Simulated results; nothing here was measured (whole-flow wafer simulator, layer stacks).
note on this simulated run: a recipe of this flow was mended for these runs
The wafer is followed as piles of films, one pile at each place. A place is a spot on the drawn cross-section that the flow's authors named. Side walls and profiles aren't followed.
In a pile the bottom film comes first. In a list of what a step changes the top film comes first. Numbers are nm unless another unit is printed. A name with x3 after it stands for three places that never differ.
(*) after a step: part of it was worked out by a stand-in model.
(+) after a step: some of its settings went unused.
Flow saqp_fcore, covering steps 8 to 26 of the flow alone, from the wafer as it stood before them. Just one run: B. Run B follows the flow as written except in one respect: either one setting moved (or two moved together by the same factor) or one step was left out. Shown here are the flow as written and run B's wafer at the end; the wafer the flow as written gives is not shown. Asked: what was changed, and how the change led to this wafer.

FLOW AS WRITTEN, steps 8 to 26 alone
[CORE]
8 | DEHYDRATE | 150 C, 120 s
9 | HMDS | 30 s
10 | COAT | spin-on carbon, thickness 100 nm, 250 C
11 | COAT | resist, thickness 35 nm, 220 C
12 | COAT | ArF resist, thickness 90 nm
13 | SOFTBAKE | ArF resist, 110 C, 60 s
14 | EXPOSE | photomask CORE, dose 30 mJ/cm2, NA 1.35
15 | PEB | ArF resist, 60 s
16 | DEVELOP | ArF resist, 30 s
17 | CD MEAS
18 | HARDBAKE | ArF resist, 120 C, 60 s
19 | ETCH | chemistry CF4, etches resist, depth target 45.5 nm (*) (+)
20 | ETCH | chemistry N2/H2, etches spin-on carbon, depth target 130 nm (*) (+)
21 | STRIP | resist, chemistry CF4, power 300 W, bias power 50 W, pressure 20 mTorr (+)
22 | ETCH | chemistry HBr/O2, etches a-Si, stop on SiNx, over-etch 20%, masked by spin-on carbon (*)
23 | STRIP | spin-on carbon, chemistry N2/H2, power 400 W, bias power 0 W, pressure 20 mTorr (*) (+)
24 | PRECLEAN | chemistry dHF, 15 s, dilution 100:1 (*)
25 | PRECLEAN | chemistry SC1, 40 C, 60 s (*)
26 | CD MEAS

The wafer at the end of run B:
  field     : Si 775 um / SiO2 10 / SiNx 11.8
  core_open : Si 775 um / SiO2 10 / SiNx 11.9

The reason: step 24, PRECLEAN: 21 s was run, though the flow has 15 s.

How this came from the change, step by step:
  24 | PRECLEAN | chemistry dHF, 15 s, dilution 100:1 (*)
      field, core_open: SiNx loses 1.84 (in the flow as written it would be: SiNx loses 1.31)
